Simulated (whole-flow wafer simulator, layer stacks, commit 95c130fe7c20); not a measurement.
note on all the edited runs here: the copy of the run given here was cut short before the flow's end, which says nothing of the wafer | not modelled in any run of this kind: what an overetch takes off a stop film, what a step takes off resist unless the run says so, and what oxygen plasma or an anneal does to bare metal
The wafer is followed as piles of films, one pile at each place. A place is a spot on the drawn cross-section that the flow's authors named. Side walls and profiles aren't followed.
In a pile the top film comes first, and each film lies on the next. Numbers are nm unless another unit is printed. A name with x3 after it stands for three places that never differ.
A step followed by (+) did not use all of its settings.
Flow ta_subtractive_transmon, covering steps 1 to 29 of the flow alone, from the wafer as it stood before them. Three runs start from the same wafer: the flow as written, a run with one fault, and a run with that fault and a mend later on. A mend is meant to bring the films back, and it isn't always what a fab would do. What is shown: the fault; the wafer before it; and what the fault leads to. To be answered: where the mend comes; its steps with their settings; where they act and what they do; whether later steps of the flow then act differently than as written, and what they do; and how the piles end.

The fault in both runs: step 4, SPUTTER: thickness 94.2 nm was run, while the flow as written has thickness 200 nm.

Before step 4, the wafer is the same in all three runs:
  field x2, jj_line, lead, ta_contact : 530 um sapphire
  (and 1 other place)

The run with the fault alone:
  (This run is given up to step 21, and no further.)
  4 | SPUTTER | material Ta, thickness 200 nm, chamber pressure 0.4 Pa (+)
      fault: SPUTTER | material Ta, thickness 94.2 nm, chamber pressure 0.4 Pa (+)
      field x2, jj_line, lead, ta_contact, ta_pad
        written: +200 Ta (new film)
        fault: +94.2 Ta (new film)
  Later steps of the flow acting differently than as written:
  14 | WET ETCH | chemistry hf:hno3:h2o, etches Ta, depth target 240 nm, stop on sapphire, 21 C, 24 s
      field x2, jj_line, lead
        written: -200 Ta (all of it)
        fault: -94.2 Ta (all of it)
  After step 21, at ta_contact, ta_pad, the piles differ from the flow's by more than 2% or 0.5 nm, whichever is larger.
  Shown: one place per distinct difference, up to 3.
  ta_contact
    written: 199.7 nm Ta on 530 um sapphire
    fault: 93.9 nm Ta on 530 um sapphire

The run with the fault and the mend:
  The mend stands after step 5.
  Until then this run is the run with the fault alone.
  5a | WET ETCH | chemistry hf:hno3:h2o, etches Ta, depth target 108.2 nm, stop on sapphire, 21 C, 10.82 s
      field x2, jj_line, lead, ta_contact, ta_pad
        -94.2 Ta (all of it)
  5b | SPUTTER | material Ta, thickness 200 nm, chamber pressure 0.4 Pa (+) (the flow's step 4, run once more)
      field x2, jj_line, lead, ta_contact, ta_pad
        +200 Ta (new film)
  None of the later steps of the flow acts differently than as written at any place that is followed.
  The piles end the same as the flow's at every place that both follow.
